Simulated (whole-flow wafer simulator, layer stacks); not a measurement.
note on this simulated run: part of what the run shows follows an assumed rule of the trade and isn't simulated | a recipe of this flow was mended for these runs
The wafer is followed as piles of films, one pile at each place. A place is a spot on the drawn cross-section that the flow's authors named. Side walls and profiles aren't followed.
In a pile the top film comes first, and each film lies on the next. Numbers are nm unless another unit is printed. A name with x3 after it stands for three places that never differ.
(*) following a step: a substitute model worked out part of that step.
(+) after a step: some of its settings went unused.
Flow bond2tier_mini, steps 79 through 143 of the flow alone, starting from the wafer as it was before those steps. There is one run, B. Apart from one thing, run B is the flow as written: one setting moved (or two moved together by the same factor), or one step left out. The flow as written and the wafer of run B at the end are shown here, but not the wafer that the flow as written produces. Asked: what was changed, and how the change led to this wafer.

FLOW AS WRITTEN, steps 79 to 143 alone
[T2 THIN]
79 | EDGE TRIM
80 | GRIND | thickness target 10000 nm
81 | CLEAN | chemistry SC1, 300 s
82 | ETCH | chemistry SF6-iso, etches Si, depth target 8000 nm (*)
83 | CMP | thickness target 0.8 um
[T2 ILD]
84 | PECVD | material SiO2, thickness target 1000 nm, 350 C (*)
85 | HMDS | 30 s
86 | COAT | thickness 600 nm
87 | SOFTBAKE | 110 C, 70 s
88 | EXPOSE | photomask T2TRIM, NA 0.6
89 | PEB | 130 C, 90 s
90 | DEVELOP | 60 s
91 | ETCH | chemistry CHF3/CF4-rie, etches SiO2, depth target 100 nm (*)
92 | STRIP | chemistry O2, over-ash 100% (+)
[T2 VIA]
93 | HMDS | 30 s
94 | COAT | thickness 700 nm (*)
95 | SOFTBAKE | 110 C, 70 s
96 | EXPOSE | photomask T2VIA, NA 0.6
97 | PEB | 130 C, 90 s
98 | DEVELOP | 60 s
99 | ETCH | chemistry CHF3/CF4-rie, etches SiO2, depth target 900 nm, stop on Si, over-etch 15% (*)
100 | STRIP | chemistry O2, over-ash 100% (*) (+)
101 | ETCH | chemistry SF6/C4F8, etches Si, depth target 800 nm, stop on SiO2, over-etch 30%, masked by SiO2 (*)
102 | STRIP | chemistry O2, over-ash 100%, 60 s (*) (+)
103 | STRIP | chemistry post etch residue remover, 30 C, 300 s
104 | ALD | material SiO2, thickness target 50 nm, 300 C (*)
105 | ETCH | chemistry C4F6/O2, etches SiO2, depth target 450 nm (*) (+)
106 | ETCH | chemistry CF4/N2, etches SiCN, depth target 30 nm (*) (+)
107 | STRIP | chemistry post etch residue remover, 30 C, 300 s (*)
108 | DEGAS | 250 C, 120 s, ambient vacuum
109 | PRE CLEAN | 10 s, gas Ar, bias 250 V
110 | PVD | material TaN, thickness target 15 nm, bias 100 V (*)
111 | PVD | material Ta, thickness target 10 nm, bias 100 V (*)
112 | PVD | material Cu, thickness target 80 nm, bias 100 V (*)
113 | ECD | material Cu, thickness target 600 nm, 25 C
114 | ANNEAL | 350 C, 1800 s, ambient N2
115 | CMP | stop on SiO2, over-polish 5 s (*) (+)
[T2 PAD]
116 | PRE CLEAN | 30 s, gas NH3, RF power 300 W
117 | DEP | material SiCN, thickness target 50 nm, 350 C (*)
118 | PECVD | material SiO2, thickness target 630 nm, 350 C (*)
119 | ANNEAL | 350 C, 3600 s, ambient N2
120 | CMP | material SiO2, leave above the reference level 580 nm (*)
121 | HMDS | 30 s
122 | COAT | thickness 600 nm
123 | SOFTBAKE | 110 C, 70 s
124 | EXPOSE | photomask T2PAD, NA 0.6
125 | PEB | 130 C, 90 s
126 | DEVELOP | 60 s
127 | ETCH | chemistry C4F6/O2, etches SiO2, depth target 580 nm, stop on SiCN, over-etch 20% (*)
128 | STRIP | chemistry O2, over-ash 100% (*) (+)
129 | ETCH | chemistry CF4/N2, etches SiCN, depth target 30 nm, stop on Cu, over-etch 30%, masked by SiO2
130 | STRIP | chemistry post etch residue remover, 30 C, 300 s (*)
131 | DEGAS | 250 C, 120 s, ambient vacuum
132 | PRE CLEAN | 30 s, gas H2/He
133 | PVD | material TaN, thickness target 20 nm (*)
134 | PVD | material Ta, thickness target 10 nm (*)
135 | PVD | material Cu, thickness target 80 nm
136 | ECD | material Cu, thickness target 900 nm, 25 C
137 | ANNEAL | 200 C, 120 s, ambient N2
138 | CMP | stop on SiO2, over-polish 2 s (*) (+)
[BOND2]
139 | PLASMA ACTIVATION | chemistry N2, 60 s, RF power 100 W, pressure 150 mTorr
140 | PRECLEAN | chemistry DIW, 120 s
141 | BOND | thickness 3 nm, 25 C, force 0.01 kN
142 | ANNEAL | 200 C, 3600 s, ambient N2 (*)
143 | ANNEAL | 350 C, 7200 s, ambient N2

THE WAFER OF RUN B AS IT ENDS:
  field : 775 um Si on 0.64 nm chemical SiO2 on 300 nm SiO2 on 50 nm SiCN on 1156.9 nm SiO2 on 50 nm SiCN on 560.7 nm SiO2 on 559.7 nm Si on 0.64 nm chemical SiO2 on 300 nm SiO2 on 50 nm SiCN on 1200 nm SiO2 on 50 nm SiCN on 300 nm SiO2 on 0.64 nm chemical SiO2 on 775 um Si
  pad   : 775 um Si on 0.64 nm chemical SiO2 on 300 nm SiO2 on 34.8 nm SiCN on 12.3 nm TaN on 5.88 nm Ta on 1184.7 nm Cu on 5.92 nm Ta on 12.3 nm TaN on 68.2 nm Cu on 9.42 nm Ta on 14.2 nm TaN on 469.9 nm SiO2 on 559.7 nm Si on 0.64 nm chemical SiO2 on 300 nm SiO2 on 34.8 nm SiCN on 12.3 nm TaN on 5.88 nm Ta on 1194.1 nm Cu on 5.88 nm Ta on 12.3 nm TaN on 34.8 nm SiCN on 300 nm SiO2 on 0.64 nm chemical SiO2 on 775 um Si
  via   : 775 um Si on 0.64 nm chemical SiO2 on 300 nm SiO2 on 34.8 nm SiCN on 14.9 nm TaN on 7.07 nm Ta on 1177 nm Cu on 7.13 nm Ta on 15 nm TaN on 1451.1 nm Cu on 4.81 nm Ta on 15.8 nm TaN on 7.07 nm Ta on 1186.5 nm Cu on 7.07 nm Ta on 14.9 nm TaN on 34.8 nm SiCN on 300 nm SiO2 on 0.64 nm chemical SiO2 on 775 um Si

What caused this: step 80, GRIND: thickness target 8560 nm was run, whereas the flow has thickness target 10000 nm.

The path from the change to this, step by step:
  80 | GRIND | thickness target 10000 nm
      field, pad, via: -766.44 um Si (as written it would have been: -765 um Si)
  83 | CMP | thickness target 0.8 um
      field, pad, via: nothing (as written it would have been: -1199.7 Si)
  101 | ETCH | chemistry SF6/C4F8, etches Si, depth target 800 nm, stop on SiO2, over-etch 30%, masked by SiO2 (*)
      field, pad: -7.13 SiO2 (as written it would have been: -10.3 SiO2)
      via: -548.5 Si (all of it), -0.64 chemical SiO2 (all of it), -4.27 SiO2 (as written it would have been: -788.8 Si (all of it), -0.64 chemical SiO2 (all of it), -1.87 SiO2)
  112 | PVD | material Cu, thickness target 80 nm, bias 100 V (*)
      via: +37 Cu (new film) (as written it would have been: +35 Cu (new film))
  113 | ECD | material Cu, thickness target 600 nm, 25 C
      via: +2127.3 Cu (as written it would have been: +2367 Cu)
